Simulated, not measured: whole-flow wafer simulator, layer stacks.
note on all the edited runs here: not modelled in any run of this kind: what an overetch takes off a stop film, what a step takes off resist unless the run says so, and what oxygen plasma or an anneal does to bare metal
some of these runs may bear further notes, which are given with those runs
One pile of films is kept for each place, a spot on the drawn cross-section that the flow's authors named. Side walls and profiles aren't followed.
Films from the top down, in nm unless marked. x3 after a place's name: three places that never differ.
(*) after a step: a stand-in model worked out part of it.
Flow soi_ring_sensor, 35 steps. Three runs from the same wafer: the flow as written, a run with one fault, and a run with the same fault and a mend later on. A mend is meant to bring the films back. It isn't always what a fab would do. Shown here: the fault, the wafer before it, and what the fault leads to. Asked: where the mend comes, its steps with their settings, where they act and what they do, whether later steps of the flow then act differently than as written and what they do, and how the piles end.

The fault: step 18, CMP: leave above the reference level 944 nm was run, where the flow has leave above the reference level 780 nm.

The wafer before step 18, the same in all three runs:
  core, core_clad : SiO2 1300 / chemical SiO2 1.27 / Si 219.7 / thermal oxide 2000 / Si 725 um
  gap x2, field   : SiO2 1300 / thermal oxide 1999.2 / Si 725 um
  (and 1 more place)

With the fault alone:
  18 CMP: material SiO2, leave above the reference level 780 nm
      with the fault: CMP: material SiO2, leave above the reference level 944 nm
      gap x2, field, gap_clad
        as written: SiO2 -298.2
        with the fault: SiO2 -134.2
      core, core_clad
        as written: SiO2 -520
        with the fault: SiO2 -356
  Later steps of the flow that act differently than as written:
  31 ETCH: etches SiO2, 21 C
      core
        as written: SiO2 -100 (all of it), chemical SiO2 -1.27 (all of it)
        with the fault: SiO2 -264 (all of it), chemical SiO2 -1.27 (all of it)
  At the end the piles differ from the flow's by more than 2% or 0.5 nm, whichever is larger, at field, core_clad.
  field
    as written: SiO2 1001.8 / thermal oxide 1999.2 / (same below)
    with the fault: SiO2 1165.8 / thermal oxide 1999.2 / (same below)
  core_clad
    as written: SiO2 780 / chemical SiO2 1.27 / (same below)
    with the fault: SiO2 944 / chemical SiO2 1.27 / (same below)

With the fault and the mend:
  The mend comes after step 27.
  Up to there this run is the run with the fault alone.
  27a STRIP: i-line resist, 250 C, gas O2, power 300 W (*)
      field, core_clad, gap_clad
        i-line resist -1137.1 (all of it)
  27b CMP: material SiO2, leave above the reference level 780 nm (the flow's step 18 once more)
      core, gap x2, field, core_clad, gap_clad
        SiO2 -164
  27c HMDS: 120 C, 60 s (the flow's step 21 once more)
      changes no film at any place that is followed
  27d COAT: i-line resist, thickness 1200 nm (the flow's step 22 once more)
      core, gap x2, field, core_clad, gap_clad
        i-line resist +1200 (new film)
  27e SOFTBAKE: i-line resist (the flow's step 23 once more)
      changes no film at any place that is followed
  27f EXPOSE: photomask WINDOW, dose 101 mJ/cm2, NA 0.5, wavelength 365 nm (*) (the flow's step 24 once more)
      changes no film at any place that is followed
  27g PEB: i-line resist (the flow's step 25 once more)
      core, gap x2, field, core_clad, gap_clad
        i-line resist -62.8
  27h DEVELOP: i-line resist, thickness 1200 nm, 90 s (the flow's step 26 once more)
      core, gap x2
        i-line resist -1137.2 (all of it)
      field, core_clad, gap_clad
        i-line resist -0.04
  No later step of the flow acts differently than as written at any place that is followed.
  At the end the piles are the same as the flow's at every place that both follow.
